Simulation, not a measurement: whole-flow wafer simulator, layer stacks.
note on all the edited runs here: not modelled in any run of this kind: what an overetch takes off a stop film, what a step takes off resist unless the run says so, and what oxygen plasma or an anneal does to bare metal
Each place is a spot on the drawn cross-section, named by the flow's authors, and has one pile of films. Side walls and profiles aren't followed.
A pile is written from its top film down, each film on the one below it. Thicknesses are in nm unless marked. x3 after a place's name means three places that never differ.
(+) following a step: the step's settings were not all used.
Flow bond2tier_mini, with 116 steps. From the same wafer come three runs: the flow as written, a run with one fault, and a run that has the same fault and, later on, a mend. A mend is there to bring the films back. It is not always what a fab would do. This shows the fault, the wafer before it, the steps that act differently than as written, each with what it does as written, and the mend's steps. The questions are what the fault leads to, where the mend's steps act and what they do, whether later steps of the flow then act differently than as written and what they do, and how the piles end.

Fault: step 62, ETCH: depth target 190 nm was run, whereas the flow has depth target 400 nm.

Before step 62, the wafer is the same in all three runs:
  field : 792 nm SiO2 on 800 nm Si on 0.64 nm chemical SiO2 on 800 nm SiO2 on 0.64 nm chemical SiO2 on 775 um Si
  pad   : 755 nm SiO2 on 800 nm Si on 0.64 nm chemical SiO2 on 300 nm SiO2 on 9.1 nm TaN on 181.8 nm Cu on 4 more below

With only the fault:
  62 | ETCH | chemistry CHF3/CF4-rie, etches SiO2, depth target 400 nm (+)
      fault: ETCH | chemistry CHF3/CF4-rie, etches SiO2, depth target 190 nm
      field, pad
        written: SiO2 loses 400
        fault: SiO2 loses 190
  None of the later steps of the flow acts differently than as written at any place that is followed.
  At field, pad, the piles at the end differ from the flow's by more than 2% or 0.5 nm, whichever is larger.
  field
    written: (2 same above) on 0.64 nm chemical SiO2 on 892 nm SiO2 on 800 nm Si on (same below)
    fault: (2 same above) on 0.64 nm chemical SiO2 on 1102 nm SiO2 on 800 nm Si on (same below)
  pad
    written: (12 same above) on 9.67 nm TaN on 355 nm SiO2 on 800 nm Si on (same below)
    fault: (12 same above) on 9.67 nm TaN on 565 nm SiO2 on 800 nm Si on (same below)

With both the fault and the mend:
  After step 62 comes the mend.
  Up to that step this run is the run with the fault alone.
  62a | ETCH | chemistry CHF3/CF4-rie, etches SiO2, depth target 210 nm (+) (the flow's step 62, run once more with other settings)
      field, pad
        SiO2 loses 210
  None of the later steps of the flow acts differently than as written at any place that is followed.
  By the end, the piles equal the flow's at every place that both follow.
